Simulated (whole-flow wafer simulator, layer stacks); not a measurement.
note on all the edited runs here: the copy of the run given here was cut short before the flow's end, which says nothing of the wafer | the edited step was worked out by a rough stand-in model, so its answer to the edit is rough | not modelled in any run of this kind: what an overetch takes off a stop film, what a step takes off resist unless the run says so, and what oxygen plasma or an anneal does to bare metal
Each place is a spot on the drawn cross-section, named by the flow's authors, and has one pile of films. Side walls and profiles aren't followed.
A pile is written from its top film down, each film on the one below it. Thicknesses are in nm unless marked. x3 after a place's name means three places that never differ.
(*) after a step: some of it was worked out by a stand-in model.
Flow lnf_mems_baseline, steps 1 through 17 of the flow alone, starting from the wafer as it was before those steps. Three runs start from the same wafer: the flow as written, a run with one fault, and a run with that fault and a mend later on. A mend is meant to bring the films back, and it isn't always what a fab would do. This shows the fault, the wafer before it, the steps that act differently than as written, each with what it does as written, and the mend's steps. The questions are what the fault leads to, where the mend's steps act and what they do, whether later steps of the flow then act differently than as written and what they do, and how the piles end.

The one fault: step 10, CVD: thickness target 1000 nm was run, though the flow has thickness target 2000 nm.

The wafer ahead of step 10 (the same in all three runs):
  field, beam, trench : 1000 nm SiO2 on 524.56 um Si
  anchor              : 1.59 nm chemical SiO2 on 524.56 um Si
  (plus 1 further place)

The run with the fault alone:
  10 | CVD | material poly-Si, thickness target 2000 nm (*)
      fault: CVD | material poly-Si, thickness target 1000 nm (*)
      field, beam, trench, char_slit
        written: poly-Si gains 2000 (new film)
        fault: poly-Si gains 1000 (new film)
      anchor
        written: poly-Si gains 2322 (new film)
        fault: poly-Si gains 1000 (new film)
  Later steps of the flow acting differently than as written (not shown: 1 more step that differs only slightly, by at most 2% or 0.5 nm, whichever is larger):
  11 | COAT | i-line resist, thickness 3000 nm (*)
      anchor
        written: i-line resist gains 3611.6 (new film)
        fault: i-line resist gains 3871.3 (new film)
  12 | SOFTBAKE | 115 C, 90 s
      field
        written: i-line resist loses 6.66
        fault: i-line resist loses 13.2
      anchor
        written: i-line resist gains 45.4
        fault: i-line resist gains 87.7
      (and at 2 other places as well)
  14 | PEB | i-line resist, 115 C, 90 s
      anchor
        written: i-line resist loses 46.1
        fault: i-line resist loses 51.6
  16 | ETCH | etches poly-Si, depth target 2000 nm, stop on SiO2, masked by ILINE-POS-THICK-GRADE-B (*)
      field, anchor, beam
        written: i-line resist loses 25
        fault: i-line resist loses 18.8
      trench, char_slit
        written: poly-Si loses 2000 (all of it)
        fault: poly-Si loses 1000 (all of it)
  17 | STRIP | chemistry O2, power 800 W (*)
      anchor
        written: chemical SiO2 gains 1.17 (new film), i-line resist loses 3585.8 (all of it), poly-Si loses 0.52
        fault: chemical SiO2 gains 1.2 (new film), i-line resist loses 3888.6 (all of it), poly-Si loses 0.53
  The piles end different from the flow's at field, anchor, beam by more than 2% or 0.5 nm, whichever is larger.
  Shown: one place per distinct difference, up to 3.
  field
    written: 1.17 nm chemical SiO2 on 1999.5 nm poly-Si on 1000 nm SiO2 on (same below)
    fault: 1.2 nm chemical SiO2 on 999.5 nm poly-Si on 1000 nm SiO2 on (same below)
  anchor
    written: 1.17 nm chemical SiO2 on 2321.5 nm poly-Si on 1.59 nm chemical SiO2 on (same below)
    fault: 1.2 nm chemical SiO2 on 999.5 nm poly-Si on 1.59 nm chemical SiO2 on (same below)

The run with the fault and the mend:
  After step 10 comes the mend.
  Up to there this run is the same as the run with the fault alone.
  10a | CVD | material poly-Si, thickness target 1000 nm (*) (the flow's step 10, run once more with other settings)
      field, anchor, beam, trench, char_slit
        poly-Si gains 1000
  Later steps of the flow acting differently than as written (not shown: 1 more step that differs only slightly, by at most 2% or 0.5 nm, whichever is larger):
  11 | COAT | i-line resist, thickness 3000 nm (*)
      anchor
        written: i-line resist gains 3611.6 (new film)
        mend: i-line resist gains 3944.6 (new film)
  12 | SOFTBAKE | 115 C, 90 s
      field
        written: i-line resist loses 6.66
        mend: i-line resist loses 5.45
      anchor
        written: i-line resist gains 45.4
        mend: i-line resist gains 38
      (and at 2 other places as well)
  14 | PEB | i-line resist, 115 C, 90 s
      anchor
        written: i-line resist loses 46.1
        mend: i-line resist loses 52
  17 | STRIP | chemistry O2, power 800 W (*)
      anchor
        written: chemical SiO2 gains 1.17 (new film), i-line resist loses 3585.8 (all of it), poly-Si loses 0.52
        mend: chemical SiO2 gains 1.2 (new film), i-line resist loses 3905.5 (all of it), poly-Si loses 0.53
  The piles end different from the flow's at anchor by more than 2% or 0.5 nm, whichever is larger.
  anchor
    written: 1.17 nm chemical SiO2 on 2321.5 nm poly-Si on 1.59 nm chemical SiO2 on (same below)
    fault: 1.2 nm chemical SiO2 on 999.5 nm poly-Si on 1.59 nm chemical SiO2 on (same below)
    mend: 1.2 nm chemical SiO2 on 1999.5 nm poly-Si on 1.59 nm chemical SiO2 on (same below)
